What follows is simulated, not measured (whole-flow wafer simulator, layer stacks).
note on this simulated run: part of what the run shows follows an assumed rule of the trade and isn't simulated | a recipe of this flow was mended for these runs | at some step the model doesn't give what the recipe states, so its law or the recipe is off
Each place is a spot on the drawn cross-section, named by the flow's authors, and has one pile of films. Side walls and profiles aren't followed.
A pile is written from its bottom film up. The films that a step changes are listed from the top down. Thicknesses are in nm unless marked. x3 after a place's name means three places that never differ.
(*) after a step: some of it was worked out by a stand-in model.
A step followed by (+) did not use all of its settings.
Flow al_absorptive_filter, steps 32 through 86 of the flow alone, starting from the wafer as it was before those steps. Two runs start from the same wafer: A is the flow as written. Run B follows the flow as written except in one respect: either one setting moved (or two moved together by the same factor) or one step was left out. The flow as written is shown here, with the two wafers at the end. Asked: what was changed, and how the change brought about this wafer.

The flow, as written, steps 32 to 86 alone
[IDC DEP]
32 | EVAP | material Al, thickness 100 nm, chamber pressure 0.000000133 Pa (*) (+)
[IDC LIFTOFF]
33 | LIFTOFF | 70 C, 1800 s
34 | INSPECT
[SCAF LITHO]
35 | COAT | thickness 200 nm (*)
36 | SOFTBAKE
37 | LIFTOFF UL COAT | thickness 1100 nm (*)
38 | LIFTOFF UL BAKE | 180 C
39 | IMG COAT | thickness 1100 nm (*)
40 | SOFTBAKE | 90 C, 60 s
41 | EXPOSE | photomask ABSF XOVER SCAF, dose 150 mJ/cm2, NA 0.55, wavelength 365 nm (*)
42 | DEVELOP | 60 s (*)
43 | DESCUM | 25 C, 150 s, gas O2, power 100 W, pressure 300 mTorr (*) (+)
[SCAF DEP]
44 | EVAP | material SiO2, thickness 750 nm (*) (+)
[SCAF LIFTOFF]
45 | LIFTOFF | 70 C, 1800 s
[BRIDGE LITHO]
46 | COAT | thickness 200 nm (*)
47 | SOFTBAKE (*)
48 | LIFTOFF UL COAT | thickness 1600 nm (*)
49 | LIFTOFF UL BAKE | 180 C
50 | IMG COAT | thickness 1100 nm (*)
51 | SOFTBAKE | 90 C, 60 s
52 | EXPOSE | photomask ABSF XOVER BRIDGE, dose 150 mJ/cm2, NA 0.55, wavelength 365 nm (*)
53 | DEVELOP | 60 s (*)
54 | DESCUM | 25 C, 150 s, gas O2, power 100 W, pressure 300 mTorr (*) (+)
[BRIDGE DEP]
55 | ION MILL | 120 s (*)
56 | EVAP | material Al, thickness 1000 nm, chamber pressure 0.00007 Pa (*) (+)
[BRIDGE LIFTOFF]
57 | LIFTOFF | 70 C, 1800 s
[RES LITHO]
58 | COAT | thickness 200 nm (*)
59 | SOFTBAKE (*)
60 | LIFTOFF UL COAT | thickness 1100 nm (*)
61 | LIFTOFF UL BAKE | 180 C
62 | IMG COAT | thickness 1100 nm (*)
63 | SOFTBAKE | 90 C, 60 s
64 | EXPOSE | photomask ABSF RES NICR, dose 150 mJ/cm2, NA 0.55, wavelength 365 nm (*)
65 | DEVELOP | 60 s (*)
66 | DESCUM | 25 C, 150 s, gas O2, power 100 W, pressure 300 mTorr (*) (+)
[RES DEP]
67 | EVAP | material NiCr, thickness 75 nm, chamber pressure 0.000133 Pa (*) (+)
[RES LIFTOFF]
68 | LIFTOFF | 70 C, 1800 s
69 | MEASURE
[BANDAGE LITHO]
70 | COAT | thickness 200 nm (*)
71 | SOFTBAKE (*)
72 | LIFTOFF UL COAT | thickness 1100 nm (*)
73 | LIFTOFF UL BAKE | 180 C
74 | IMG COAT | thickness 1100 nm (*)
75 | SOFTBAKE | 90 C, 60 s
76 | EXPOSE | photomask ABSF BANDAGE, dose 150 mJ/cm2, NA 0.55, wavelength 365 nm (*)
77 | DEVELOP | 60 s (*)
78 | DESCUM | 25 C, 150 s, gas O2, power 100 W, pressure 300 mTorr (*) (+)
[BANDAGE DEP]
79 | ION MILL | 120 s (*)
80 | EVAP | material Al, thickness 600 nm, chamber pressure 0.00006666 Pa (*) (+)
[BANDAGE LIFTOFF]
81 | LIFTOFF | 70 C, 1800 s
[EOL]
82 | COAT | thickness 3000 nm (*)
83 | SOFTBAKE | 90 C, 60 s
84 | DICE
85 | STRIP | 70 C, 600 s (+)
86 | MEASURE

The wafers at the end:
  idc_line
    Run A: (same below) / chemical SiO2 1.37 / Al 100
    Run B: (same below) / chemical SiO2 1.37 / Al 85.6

What caused this: step 32, EVAP: thickness 85.6 nm was run, whereas the flow has thickness 100 nm.
One can read it off the wafer: idc_line has Al 85.6, and step 32 as written asks for 100 nm.

How this came from the change, step by step:
  32 | EVAP | material Al, thickness 100 nm, chamber pressure 0.000000133 Pa (*) (+)
      gnd, pad_far, pad_near and 11 more: A +100 Al (new film) | B +85.6 Al (new film)
  33 | LIFTOFF | 70 C, 1800 s
      gnd, xa_field, xa_margin, xa_strip, xl_land, idc_field, idc_space: A -100 Al (all of it), -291 e-beam-resist (all of it) | B -85.6 Al (all of it), -291 e-beam-resist (all of it)
      pad_far: A -100 Al (all of it), -287 e-beam-resist (all of it) | B -85.6 Al (all of it), -287 e-beam-resist (all of it)
      (also at 5 further places)
  35 | COAT | thickness 200 nm (*)
      idc_line: A +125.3 acrylic-e-beam-resist (new film) | B +135.3 acrylic-e-beam-resist (new film)
      idc_space: A +228.2 acrylic-e-beam-resist (new film) | B +223.3 acrylic-e-beam-resist (new film)
  45 | LIFTOFF | 70 C, 1800 s
      idc_line: A -750 SiO2 (all of it), -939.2 i-line-resist (all of it), -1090 lift-off-underlayer (all of it), -125.3 acrylic-e-beam-resist (all of it) | B -750 SiO2 (all of it), -939.2 i-line-resist (all of it), -1091.9 lift-off-underlayer (all of it), -135.3 acrylic-e-beam-resist (all of it)
      idc_space: A -750 SiO2 (all of it), -939.1 i-line-resist (all of it), -1087.8 lift-off-underlayer (all of it), -228.2 acrylic-e-beam-resist (all of it) | B -750 SiO2 (all of it), -939.2 i-line-resist (all of it), -1090.2 lift-off-underlayer (all of it), -223.3 acrylic-e-beam-resist (all of it)
  46 | COAT | thickness 200 nm (*)
      idc_line: A +129.8 acrylic-e-beam-resist (new film) | B +139.1 acrylic-e-beam-resist (new film)
      idc_space: A +229.8 acrylic-e-beam-resist (new film) | B +224.9 acrylic-e-beam-resist (new film)
  57 | LIFTOFF | 70 C, 1800 s
      idc_line: A -1000 Al (all of it), -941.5 i-line-resist (all of it), -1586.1 lift-off-underlayer (all of it), -129.8 acrylic-e-beam-resist (all of it) | B -1000 Al (all of it), -941.6 i-line-resist (all of it), -1588.6 lift-off-underlayer (all of it), -139.1 acrylic-e-beam-resist (all of it)
      idc_space: A -1000 Al (all of it), -941.5 i-line-resist (all of it), -1586.9 lift-off-underlayer (all of it), -229.8 acrylic-e-beam-resist (all of it) | B -1000 Al (all of it), -941.5 i-line-resist (all of it), -1589.2 lift-off-underlayer (all of it), -224.9 acrylic-e-beam-resist (all of it)
  58 | COAT | thickness 200 nm (*)
      idc_line: A +129.8 acrylic-e-beam-resist (new film) | B +139.1 acrylic-e-beam-resist (new film)
      idc_space: A +229.8 acrylic-e-beam-resist (new film) | B +224.9 acrylic-e-beam-resist (new film)
  68 | LIFTOFF | 70 C, 1800 s
      idc_line: A -75 NiCr (all of it), -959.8 i-line-resist (all of it), -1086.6 lift-off-underlayer (all of it), -129.8 acrylic-e-beam-resist (all of it) | B -75 NiCr (all of it), -959.9 i-line-resist (all of it), -1089 lift-off-underlayer (all of it), -139.1 acrylic-e-beam-resist (all of it)
      idc_space: A -75 NiCr (all of it), -959.8 i-line-resist (all of it), -1087.4 lift-off-underlayer (all of it), -229.8 acrylic-e-beam-resist (all of it) | B -75 NiCr (all of it), -959.8 i-line-resist (all of it), -1089.6 lift-off-underlayer (all of it), -224.9 acrylic-e-beam-resist (all of it)
  70 | COAT | thickness 200 nm (*)
      idc_line: A +129.8 acrylic-e-beam-resist (new film) | B +139.1 acrylic-e-beam-resist (new film)
      idc_space: A +229.8 acrylic-e-beam-resist (new film) | B +224.9 acrylic-e-beam-resist (new film)
  81 | LIFTOFF | 70 C, 1800 s
      idc_line: A -600 Al (all of it), -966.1 i-line-resist (all of it), -1086.6 lift-off-underlayer (all of it), -129.8 acrylic-e-beam-resist (all of it) | B -600 Al (all of it), -966.2 i-line-resist (all of it), -1089 lift-off-underlayer (all of it), -139.1 acrylic-e-beam-resist (all of it)
      idc_space: A -600 Al (all of it), -966.1 i-line-resist (all of it), -1087.4 lift-off-underlayer (all of it), -229.8 acrylic-e-beam-resist (all of it) | B -600 Al (all of it), -966.1 i-line-resist (all of it), -1089.6 lift-off-underlayer (all of it), -224.9 acrylic-e-beam-resist (all of it)
